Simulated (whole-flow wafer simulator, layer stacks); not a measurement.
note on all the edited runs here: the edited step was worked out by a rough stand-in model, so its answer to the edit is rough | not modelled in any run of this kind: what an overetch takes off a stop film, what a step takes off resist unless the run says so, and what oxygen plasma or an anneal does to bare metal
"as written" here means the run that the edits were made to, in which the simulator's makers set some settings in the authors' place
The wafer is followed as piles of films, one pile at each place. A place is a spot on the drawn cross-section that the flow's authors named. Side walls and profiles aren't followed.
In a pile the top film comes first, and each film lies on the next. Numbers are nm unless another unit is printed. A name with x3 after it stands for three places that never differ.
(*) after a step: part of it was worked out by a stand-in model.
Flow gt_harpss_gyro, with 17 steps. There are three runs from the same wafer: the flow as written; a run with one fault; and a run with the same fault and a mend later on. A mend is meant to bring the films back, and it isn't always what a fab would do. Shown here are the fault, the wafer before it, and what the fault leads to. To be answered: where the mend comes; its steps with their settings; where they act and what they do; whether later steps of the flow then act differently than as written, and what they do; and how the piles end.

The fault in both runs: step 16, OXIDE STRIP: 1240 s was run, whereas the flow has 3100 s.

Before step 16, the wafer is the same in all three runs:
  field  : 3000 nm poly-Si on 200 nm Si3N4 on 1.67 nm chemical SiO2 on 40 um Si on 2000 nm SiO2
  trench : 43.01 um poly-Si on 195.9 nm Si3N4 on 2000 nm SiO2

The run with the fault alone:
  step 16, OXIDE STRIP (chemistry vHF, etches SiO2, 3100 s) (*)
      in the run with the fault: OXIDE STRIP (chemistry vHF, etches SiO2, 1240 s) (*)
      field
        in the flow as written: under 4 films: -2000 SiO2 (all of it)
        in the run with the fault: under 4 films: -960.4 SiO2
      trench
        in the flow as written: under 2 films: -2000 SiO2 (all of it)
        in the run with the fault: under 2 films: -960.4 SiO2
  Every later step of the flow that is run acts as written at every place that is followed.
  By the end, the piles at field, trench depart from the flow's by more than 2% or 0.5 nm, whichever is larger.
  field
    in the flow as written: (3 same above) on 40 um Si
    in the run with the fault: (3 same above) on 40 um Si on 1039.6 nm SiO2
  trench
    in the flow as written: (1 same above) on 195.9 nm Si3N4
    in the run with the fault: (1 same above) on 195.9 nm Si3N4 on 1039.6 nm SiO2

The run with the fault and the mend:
  The mend stands after step 17.
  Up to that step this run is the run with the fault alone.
  step 17a, OXIDE STRIP (chemistry vHF, etches SiO2, 1860 s) (*) (the flow's step 16, run once more with other settings)
      field
        under 4 films: -1039.6 SiO2 (all of it)
      trench
        under 2 films: -1039.6 SiO2 (all of it)
  Every later step of the flow that is run acts as written at every place that is followed.
  At every place that both follow, the piles at the end match the flow's.
